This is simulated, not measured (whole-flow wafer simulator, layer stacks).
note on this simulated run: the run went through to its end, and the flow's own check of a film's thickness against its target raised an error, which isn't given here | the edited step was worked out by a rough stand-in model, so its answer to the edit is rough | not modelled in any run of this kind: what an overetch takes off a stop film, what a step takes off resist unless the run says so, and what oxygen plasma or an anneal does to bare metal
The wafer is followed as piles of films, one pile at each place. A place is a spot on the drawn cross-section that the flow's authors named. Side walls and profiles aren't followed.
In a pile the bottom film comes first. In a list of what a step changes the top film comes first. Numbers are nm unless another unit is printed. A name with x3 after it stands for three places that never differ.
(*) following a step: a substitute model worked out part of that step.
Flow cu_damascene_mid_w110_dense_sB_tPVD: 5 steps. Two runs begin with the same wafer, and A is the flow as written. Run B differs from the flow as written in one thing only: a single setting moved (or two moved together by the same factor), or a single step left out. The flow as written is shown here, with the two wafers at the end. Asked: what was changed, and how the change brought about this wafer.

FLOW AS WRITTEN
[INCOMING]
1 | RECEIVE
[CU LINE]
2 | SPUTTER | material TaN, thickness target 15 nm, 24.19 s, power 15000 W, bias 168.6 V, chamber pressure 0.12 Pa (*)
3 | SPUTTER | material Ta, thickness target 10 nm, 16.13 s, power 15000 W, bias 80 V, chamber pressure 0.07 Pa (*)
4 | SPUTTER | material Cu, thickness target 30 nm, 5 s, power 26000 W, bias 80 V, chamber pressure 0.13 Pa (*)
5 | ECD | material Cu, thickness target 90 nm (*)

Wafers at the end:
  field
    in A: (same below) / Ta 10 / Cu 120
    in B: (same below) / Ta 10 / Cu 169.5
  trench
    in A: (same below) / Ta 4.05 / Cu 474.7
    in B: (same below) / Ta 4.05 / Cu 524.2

The reason: step 5, ECD: thickness target 139.5 nm was run, though the flow has thickness target 90 nm.

How this came from the change, step by step:
  5 | ECD | material Cu, thickness target 90 nm (*)
      field: A +90 Cu | B +139.5 Cu
      trench: A +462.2 Cu | B +511.7 Cu
